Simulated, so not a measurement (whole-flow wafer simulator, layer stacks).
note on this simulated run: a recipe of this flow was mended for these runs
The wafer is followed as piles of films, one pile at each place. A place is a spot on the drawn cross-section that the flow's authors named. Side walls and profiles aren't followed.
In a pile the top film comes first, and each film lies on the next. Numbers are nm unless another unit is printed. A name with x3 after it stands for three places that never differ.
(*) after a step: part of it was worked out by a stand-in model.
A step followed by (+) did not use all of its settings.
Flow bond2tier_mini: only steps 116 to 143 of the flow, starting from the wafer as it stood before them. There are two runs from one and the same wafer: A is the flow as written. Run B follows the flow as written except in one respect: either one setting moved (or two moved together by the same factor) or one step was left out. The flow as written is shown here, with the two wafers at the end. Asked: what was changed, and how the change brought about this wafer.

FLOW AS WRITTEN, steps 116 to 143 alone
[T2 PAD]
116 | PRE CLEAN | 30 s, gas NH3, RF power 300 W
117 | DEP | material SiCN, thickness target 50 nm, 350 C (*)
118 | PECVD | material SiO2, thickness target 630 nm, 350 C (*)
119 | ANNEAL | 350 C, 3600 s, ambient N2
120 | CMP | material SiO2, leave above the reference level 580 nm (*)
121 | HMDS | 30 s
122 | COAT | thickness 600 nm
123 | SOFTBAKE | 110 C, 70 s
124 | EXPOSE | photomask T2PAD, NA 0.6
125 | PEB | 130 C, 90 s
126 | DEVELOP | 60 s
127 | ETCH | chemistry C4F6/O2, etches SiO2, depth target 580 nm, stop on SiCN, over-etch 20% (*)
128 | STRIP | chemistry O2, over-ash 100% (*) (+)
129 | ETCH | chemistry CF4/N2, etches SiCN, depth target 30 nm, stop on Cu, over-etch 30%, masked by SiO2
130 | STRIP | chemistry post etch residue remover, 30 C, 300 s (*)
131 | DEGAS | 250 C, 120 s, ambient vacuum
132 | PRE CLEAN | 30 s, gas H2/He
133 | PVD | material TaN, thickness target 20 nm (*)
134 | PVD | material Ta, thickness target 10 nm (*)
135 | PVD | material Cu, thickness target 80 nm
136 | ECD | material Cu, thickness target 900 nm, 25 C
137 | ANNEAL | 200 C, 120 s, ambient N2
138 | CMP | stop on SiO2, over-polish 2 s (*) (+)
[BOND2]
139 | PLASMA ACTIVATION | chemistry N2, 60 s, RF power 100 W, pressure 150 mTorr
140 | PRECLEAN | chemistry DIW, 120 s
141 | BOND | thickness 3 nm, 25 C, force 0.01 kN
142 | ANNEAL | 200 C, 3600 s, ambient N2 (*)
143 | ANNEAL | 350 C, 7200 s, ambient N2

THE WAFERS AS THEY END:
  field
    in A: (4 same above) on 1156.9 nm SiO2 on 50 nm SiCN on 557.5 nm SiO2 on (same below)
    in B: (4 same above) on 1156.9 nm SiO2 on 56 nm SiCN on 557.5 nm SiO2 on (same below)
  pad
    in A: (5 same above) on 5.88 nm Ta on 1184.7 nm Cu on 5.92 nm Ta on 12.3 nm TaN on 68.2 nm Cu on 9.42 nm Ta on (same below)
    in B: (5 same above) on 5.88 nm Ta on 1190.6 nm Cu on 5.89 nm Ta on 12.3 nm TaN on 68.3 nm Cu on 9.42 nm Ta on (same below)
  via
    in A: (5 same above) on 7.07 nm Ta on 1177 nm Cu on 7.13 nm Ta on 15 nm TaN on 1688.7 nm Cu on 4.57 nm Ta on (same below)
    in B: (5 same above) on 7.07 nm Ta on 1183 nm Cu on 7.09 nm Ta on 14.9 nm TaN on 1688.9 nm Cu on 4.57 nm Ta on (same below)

What caused this: step 117, DEP: thickness target 56 nm was run, while the flow as written has thickness target 50 nm.
The wafer lets one read it off: field has SiCN 56, and step 117 as written asks for 50 nm.

Step by step, how the change led to this:
  117 | DEP | material SiCN, thickness target 50 nm, 350 C (*)
      field, pad, via: A SiCN gains 50 (new film) | B SiCN gains 56 (new film)
  129 | ETCH | chemistry CF4/N2, etches SiCN, depth target 30 nm, stop on Cu, over-etch 30%, masked by SiO2
      pad, via: A SiCN loses 30.4 (all of it), Cu loses 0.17 | B SiCN loses 36.4 (all of it), Cu loses 0.05
